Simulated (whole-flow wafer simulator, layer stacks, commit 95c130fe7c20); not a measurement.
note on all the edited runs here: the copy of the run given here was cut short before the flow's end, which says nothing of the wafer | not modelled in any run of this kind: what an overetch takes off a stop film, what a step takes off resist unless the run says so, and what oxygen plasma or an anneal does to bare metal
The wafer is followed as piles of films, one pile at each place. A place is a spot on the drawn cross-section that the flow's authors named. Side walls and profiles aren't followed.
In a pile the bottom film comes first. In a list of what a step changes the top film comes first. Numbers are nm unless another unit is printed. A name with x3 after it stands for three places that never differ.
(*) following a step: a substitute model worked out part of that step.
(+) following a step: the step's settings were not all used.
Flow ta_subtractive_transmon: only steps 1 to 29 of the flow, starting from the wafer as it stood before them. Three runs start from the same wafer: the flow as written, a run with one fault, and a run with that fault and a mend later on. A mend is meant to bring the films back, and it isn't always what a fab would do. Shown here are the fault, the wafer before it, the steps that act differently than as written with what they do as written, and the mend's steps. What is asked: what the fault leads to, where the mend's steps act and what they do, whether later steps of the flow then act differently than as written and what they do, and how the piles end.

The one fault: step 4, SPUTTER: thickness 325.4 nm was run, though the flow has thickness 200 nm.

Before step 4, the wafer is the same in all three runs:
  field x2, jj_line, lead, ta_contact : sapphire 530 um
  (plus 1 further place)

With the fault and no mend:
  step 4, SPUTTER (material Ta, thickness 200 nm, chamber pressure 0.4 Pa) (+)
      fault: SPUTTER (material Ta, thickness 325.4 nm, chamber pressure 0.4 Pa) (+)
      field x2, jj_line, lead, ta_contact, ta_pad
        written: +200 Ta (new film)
        fault: +325.4 Ta (new film)
  Steps later in the flow that act otherwise than as written (3 more steps, not shown, differ only slightly: by at most 2% or 0.5 nm, whichever is larger):
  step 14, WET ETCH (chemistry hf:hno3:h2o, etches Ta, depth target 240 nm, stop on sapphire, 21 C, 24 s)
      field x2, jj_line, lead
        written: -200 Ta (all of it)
        fault: -240 Ta
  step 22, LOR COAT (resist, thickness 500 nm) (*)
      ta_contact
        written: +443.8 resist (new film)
        fault: +433.7 resist (new film)
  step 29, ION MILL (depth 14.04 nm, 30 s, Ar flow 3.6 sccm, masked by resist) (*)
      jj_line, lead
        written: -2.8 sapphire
        fault: -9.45 Ta
  By the end, the piles at field x2, jj_line, lead, ta_contact, ta_pad depart from the flow's by more than 2% or 0.5 nm, whichever is larger.
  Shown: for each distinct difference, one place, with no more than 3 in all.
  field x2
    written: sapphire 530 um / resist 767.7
    fault: sapphire 530 um / Ta 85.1 / resist 767.7
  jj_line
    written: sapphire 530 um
    fault: sapphire 530 um / Ta 75.7
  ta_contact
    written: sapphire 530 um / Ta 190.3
    fault: sapphire 530 um / Ta 315.7

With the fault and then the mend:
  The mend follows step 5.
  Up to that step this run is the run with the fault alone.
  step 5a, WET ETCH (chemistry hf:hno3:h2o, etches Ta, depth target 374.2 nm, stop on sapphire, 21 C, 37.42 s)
      field x2, jj_line, lead, ta_contact, ta_pad
        -325.4 Ta (all of it)
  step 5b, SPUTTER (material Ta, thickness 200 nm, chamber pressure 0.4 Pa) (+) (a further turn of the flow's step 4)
      field x2, jj_line, lead, ta_contact, ta_pad
        +200 Ta (new film)
  None of the later steps of the flow acts differently than as written at any place that is followed.
  By the end, the piles equal the flow's at every place that both follow.
